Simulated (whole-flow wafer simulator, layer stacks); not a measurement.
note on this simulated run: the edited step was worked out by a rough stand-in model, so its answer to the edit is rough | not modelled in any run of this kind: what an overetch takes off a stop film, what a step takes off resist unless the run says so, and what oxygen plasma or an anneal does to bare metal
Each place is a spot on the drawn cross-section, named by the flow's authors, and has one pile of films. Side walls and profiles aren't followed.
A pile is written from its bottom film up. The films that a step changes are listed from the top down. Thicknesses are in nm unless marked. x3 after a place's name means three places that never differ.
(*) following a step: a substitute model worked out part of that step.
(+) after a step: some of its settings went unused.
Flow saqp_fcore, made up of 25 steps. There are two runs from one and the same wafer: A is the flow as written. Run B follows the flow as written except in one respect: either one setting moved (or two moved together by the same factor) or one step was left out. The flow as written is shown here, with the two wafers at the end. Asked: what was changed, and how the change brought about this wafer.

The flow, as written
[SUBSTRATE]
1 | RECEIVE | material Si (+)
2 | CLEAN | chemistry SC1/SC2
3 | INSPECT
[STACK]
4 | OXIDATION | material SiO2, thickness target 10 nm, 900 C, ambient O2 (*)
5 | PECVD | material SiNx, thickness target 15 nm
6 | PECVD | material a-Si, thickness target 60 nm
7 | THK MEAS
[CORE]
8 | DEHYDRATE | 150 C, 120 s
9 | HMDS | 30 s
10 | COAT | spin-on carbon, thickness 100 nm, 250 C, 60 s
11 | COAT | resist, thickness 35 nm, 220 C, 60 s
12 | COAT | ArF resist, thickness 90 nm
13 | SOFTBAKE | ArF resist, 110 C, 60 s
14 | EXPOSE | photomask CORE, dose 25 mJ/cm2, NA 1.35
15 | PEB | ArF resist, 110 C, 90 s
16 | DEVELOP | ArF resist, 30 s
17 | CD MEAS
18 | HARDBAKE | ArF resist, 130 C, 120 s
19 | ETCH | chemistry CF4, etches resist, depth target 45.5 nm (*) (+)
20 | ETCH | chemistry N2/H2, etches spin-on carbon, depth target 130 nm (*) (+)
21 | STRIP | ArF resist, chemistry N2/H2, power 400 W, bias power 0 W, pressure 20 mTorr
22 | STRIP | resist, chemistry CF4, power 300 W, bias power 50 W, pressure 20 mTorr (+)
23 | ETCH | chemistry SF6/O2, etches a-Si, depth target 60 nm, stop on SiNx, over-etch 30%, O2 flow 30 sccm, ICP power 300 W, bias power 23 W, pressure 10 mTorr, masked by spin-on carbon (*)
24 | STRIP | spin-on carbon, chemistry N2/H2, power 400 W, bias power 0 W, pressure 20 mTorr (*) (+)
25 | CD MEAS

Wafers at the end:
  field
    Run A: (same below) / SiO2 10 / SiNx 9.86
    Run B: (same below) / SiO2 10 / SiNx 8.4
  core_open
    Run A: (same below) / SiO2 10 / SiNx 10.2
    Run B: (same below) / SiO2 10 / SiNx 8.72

The reason: step 23, ETCH: depth target 69 nm was run, whereas the flow has depth target 60 nm.

Step by step, how the change led to this:
  23 | ETCH | chemistry SF6/O2, etches a-Si, depth target 60 nm, stop on SiNx, over-etch 30%, O2 flow 30 sccm, ICP power 300 W, bias power 23 W, pressure 10 mTorr, masked by spin-on carbon (*)
      field: A a-Si loses 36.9 (all of it), SiNx loses 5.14 | B a-Si loses 36.9 (all of it), SiNx loses 6.6
      core_open: A a-Si loses 39.4 (all of it), SiNx loses 4.82 | B a-Si loses 39.4 (all of it), SiNx loses 6.28
